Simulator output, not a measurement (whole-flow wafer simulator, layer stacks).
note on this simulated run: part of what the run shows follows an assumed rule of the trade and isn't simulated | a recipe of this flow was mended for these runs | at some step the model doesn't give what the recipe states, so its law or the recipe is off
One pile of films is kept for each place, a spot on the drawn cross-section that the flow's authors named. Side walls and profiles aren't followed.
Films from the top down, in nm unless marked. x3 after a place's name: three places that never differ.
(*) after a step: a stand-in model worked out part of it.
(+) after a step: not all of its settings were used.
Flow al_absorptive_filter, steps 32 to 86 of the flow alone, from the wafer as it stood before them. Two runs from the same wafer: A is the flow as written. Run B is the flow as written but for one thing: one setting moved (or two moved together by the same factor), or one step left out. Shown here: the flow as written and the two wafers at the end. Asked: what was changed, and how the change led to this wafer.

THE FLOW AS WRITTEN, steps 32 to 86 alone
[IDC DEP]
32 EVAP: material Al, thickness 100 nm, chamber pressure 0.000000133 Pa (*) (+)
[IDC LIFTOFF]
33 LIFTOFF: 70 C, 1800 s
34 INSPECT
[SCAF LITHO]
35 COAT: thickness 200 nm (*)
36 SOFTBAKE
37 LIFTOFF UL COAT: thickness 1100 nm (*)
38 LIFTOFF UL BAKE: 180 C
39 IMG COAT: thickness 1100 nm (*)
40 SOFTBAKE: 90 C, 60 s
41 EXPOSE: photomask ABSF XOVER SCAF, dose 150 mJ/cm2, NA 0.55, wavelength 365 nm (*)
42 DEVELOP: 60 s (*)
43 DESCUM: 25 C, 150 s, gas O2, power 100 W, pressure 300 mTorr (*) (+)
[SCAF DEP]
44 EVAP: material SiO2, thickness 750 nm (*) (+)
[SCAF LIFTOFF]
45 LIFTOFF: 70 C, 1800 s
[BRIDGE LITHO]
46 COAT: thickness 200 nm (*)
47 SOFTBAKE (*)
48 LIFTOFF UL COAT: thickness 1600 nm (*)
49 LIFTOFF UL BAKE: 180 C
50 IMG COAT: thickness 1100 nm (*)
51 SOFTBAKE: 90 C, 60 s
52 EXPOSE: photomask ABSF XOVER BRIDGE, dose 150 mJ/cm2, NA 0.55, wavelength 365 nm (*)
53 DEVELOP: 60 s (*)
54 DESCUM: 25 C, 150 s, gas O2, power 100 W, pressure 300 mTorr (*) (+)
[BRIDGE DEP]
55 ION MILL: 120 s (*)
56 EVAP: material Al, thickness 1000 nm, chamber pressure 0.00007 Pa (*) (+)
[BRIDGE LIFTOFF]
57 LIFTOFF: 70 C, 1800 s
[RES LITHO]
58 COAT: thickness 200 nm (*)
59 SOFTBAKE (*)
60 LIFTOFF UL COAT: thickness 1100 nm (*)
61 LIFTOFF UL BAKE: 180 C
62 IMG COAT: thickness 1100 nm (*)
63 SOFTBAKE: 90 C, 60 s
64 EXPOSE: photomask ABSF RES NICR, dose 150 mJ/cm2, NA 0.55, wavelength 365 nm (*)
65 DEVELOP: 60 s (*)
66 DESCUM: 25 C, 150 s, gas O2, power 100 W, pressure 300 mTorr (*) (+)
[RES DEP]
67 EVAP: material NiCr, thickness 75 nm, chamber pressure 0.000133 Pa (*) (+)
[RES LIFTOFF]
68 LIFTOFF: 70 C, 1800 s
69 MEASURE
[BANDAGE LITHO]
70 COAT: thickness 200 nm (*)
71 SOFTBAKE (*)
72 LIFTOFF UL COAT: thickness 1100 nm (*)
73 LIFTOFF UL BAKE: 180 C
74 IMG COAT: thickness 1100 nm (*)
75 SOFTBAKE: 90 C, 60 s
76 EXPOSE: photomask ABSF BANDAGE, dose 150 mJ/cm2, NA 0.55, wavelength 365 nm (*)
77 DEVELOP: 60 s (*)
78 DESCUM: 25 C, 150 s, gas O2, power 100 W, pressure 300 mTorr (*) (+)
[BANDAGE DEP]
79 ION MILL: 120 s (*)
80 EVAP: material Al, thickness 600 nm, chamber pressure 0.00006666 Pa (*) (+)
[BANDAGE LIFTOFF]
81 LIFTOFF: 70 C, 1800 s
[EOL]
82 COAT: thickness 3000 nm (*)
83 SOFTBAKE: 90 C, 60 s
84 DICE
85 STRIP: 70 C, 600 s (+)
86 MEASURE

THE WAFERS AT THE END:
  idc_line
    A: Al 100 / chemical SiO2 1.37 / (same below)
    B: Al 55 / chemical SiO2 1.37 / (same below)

The cause: step 32, EVAP: thickness 55 nm was run, where the flow has thickness 100 nm.
It can be read off the wafer: idc_line has Al 55, and step 32 as written asks for 100 nm.

How the change led to this, step by step:
  32 EVAP: material Al, thickness 100 nm, chamber pressure 0.000000133 Pa (*) (+)
      gnd, pad_far, pad_near and 11 more: A Al +100 (new film) | B Al +55 (new film)
  33 LIFTOFF: 70 C, 1800 s
      gnd, xa_field, xa_margin, xa_strip, xl_land, idc_field, idc_space: A Al -100 (all of it), e-beam-resist -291 (all of it) | B Al -55 (all of it), e-beam-resist -291 (all of it)
      pad_far: A Al -100 (all of it), e-beam-resist -287 (all of it) | B Al -55 (all of it), e-beam-resist -287 (all of it)
      (and at 5 more places)
  35 COAT: thickness 200 nm (*)
      idc_line: A acrylic-e-beam-resist +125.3 (new film) | B acrylic-e-beam-resist +157.4 (new film)
      idc_space: A acrylic-e-beam-resist +228.2 (new film) | B acrylic-e-beam-resist +214.1 (new film)
  45 LIFTOFF: 70 C, 1800 s
      idc_line: A SiO2 -750 (all of it), i-line-resist -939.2 (all of it), lift-off-underlayer -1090 (all of it), acrylic-e-beam-resist -125.3 (all of it) | B SiO2 -750 (all of it), i-line-resist -939.3 (all of it), lift-off-underlayer -1095.3 (all of it), acrylic-e-beam-resist -157.4 (all of it)
      idc_space: A SiO2 -750 (all of it), i-line-resist -939.1 (all of it), lift-off-underlayer -1087.8 (all of it), acrylic-e-beam-resist -228.2 (all of it) | B SiO2 -750 (all of it), i-line-resist -939.3 (all of it), lift-off-underlayer -1094.4 (all of it), acrylic-e-beam-resist -214.1 (all of it)
  46 COAT: thickness 200 nm (*)
      idc_line: A acrylic-e-beam-resist +129.8 (new film) | B acrylic-e-beam-resist +159.6 (new film)
      idc_space: A acrylic-e-beam-resist +229.8 (new film) | B acrylic-e-beam-resist +215 (new film)
  57 LIFTOFF: 70 C, 1800 s
      idc_line: A Al -1000 (all of it), i-line-resist -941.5 (all of it), lift-off-underlayer -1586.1 (all of it), acrylic-e-beam-resist -129.8 (all of it) | B Al -1000 (all of it), i-line-resist -941.6 (all of it), lift-off-underlayer -1593.5 (all of it), acrylic-e-beam-resist -159.6 (all of it)
      idc_space: A Al -1000 (all of it), i-line-resist -941.5 (all of it), lift-off-underlayer -1586.9 (all of it), acrylic-e-beam-resist -229.8 (all of it) | B Al -1000 (all of it), i-line-resist -941.6 (all of it), lift-off-underlayer -1593.8 (all of it), acrylic-e-beam-resist -215 (all of it)
  58 COAT: thickness 200 nm (*)
      idc_line: A acrylic-e-beam-resist +129.8 (new film) | B acrylic-e-beam-resist +159.6 (new film)
      idc_space: A acrylic-e-beam-resist +229.8 (new film) | B acrylic-e-beam-resist +215 (new film)
  68 LIFTOFF: 70 C, 1800 s
      idc_line: A NiCr -75 (all of it), i-line-resist -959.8 (all of it), lift-off-underlayer -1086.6 (all of it), acrylic-e-beam-resist -129.8 (all of it) | B NiCr -75 (all of it), i-line-resist -960 (all of it), lift-off-underlayer -1093.7 (all of it), acrylic-e-beam-resist -159.6 (all of it)
      idc_space: A NiCr -75 (all of it), i-line-resist -959.8 (all of it), lift-off-underlayer -1087.4 (all of it), acrylic-e-beam-resist -229.8 (all of it) | B NiCr -75 (all of it), i-line-resist -959.9 (all of it), lift-off-underlayer -1094.1 (all of it), acrylic-e-beam-resist -215 (all of it)
  70 COAT: thickness 200 nm (*)
      idc_line: A acrylic-e-beam-resist +129.8 (new film) | B acrylic-e-beam-resist +159.6 (new film)
      idc_space: A acrylic-e-beam-resist +229.8 (new film) | B acrylic-e-beam-resist +215 (new film)
  81 LIFTOFF: 70 C, 1800 s
      idc_line: A Al -600 (all of it), i-line-resist -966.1 (all of it), lift-off-underlayer -1086.6 (all of it), acrylic-e-beam-resist -129.8 (all of it) | B Al -600 (all of it), i-line-resist -966.3 (all of it), lift-off-underlayer -1093.7 (all of it), acrylic-e-beam-resist -159.6 (all of it)
      idc_space: A Al -600 (all of it), i-line-resist -966.1 (all of it), lift-off-underlayer -1087.4 (all of it), acrylic-e-beam-resist -229.8 (all of it) | B Al -600 (all of it), i-line-resist -966.3 (all of it), lift-off-underlayer -1094.1 (all of it), acrylic-e-beam-resist -215 (all of it)
